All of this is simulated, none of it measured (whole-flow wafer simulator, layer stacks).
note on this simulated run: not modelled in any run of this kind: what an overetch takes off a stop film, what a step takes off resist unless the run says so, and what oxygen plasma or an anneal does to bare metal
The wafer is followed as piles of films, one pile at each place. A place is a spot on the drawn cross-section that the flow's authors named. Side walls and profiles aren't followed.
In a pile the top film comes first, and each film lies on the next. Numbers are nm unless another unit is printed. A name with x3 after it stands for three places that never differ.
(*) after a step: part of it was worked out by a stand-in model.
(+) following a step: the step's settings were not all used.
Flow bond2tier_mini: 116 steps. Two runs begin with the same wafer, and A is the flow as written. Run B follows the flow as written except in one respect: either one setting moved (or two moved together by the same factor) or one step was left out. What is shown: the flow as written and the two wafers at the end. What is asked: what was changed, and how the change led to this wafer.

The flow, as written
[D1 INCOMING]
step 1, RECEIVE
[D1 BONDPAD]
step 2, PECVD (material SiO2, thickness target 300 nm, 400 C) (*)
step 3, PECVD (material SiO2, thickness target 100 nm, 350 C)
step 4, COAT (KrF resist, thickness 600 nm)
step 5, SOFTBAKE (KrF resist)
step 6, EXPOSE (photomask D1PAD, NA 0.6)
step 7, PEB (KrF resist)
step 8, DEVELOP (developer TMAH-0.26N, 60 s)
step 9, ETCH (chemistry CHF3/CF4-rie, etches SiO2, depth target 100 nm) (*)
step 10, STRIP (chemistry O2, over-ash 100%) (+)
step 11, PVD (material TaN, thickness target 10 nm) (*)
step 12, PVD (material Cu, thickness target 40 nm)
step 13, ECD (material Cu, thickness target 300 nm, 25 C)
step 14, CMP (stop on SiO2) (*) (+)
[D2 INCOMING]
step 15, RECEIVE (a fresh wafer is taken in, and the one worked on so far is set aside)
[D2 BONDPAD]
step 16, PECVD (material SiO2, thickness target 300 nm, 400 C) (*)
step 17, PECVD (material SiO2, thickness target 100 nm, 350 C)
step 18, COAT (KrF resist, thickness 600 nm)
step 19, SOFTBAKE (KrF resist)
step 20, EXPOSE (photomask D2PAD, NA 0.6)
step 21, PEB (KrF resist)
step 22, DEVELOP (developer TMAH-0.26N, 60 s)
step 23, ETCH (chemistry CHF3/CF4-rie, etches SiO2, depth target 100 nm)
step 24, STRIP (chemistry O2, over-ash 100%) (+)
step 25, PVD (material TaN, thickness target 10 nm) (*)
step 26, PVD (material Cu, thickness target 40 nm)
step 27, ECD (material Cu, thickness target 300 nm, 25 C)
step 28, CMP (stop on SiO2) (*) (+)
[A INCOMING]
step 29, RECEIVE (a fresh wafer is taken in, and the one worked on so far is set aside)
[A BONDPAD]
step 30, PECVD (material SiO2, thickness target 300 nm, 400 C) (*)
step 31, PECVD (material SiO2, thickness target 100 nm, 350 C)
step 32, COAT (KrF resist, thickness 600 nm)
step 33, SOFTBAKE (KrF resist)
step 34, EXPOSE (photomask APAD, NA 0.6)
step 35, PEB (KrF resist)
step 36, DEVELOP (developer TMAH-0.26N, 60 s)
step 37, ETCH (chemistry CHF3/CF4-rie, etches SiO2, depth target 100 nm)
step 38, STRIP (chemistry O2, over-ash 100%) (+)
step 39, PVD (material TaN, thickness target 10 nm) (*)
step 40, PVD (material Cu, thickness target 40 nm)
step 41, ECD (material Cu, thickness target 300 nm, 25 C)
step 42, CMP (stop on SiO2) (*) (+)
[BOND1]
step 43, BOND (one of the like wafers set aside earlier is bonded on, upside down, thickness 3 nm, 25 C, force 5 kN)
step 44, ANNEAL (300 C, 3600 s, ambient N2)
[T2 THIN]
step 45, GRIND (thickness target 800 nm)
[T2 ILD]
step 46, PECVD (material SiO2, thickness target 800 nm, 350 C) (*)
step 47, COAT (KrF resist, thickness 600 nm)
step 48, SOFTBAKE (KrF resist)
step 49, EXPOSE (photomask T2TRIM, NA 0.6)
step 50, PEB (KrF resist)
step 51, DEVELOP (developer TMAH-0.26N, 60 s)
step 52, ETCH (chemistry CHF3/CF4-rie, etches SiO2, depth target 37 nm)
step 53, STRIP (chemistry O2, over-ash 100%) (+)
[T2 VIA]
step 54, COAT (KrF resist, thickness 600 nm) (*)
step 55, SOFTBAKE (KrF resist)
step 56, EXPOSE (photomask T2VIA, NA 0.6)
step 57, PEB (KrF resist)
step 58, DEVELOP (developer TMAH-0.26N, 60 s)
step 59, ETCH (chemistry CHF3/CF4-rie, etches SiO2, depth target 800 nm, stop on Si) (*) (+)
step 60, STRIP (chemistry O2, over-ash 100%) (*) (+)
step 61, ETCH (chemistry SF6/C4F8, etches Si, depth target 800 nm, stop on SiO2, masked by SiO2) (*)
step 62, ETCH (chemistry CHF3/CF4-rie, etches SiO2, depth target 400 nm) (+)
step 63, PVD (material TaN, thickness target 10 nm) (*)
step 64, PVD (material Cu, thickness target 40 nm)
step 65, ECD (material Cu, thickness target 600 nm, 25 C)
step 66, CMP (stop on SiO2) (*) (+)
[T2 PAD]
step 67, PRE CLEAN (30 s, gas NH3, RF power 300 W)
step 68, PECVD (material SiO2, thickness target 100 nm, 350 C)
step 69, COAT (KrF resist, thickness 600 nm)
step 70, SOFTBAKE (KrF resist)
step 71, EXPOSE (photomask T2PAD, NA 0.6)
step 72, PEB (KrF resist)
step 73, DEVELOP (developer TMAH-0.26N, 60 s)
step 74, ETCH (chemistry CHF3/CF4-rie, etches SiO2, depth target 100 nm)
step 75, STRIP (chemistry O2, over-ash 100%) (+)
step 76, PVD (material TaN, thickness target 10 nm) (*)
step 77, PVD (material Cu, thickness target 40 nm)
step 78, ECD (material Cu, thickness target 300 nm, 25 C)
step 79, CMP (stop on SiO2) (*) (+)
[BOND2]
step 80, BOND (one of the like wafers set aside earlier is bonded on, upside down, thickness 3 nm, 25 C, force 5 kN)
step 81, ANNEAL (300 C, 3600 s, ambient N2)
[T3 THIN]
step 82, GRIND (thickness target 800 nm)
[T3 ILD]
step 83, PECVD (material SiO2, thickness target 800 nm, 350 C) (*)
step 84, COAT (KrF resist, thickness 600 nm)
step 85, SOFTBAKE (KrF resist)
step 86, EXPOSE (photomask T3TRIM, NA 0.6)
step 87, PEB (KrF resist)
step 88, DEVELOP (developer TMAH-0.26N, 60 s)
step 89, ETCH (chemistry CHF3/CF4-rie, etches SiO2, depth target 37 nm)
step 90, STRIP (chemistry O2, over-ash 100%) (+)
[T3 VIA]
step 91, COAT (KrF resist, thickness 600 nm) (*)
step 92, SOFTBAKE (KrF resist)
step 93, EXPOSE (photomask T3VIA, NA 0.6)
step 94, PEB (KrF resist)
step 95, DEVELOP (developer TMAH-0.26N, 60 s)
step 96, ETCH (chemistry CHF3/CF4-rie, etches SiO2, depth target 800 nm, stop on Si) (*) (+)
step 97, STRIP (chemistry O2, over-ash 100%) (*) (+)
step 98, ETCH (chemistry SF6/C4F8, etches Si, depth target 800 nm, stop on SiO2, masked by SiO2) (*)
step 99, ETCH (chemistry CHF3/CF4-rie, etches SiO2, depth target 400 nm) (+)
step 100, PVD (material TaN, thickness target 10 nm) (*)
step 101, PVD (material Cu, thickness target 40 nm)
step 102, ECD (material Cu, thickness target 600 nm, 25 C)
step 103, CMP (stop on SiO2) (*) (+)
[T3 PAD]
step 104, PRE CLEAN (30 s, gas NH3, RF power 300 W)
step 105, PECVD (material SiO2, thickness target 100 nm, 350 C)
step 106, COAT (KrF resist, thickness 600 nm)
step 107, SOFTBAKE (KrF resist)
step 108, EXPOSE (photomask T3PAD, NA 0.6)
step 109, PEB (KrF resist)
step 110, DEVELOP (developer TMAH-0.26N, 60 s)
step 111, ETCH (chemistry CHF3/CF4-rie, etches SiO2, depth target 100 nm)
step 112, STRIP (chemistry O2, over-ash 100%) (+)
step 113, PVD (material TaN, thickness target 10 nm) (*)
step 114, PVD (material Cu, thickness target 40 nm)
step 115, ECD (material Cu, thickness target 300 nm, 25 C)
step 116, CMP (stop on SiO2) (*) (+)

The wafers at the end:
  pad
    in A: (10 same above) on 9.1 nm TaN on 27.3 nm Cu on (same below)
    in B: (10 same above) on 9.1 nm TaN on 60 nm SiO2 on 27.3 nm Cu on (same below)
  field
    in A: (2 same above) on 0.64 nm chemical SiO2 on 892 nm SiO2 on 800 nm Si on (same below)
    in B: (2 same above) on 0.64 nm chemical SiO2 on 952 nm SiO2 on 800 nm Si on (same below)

What caused this: step 68, PECVD: thickness target 160 nm was run, whereas the flow has thickness target 100 nm.

How this came from the change, step by step:
  step 68, PECVD (material SiO2, thickness target 100 nm, 350 C)
      field: A +100 SiO2 | B +160 SiO2
      pad: A +100 SiO2 (new film) | B +160 SiO2 (new film)
  step 74, ETCH (chemistry CHF3/CF4-rie, etches SiO2, depth target 100 nm)
      pad: A -100 SiO2 (all of it) | B -100 SiO2
If metal films that touch count as one body, pad has 4 bodies (between them, from the top down: SiO2 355 / Si 800 / chemical SiO2 0.64 / SiO2 300; SiO2 60; SiO2 355 / Si 800 / chemical SiO2 0.64 / SiO2 300); the flow as written gives 3 bodies (between them, from the top down: SiO2 355 / Si 800 / chemical SiO2 0.64 / SiO2 300; SiO2 355 / Si 800 / chemical SiO2 0.64 / SiO2 300).
